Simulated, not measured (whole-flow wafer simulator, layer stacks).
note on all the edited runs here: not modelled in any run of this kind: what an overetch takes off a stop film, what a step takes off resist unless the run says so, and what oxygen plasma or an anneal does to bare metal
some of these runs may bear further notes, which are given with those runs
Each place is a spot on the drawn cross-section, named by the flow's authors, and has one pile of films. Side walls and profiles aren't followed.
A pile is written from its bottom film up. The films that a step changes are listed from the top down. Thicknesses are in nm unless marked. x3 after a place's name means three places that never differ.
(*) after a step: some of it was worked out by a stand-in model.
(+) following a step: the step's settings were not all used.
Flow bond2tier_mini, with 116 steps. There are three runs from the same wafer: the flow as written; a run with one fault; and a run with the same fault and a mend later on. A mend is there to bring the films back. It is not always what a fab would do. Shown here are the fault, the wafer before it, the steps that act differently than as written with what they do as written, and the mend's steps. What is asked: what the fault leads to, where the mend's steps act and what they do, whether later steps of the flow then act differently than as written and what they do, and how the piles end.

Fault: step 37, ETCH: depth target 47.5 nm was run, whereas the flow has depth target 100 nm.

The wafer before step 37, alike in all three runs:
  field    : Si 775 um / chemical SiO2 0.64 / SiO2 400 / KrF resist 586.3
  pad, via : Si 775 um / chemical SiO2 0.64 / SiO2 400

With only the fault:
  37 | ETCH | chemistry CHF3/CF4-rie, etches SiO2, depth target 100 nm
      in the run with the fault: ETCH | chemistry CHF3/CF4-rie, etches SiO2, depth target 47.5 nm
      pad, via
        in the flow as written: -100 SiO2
        in the run with the fault: -47.5 SiO2
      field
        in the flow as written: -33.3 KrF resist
        in the run with the fault: -15.8 KrF resist
  Steps further on in the flow that do not act as written (not shown: 1 more step that differs only slightly, by at most 2% or 0.5 nm, whichever is larger):
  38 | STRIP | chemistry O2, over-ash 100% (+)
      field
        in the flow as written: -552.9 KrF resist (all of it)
        in the run with the fault: -570.4 KrF resist (all of it)
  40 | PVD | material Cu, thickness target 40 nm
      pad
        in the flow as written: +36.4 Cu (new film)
        in the run with the fault: +38.3 Cu (new film)
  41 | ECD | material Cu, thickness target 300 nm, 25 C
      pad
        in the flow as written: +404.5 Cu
        in the run with the fault: +349.7 Cu
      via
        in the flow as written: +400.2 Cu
        in the run with the fault: +347.5 Cu
  The piles end different from the flow's at pad by more than 2% or 0.5 nm, whichever is larger.
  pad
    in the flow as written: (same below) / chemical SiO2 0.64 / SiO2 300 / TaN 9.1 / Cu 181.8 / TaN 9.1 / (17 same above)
    in the run with the fault: (same below) / chemical SiO2 0.64 / SiO2 352.5 / TaN 9.57 / Cu 128.8 / TaN 9.1 / (17 same above)

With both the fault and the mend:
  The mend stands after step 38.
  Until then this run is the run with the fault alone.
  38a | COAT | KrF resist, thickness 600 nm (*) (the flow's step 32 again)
      field
        +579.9 KrF resist (new film)
      pad
        +621 KrF resist (new film)
      via
        +618.4 KrF resist (new film)
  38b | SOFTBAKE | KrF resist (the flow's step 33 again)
      does not change any film at any place that is followed
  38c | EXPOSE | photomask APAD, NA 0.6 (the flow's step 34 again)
      does not change any film at any place that is followed
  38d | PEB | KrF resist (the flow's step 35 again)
      does not change any film at any place that is followed
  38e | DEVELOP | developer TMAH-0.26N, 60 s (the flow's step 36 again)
      field
        -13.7 KrF resist
      pad
        -621 KrF resist (all of it)
      via
        -618.4 KrF resist (all of it)
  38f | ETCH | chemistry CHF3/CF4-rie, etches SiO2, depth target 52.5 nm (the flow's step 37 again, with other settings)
      pad, via
        -52.5 SiO2
      field
        -17.5 KrF resist
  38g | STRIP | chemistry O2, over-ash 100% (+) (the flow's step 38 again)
      field
        -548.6 KrF resist (all of it)
  Later steps of the flow that are run all act as written at every place that is followed.
  The piles end the same as the flow's at every place that both follow.
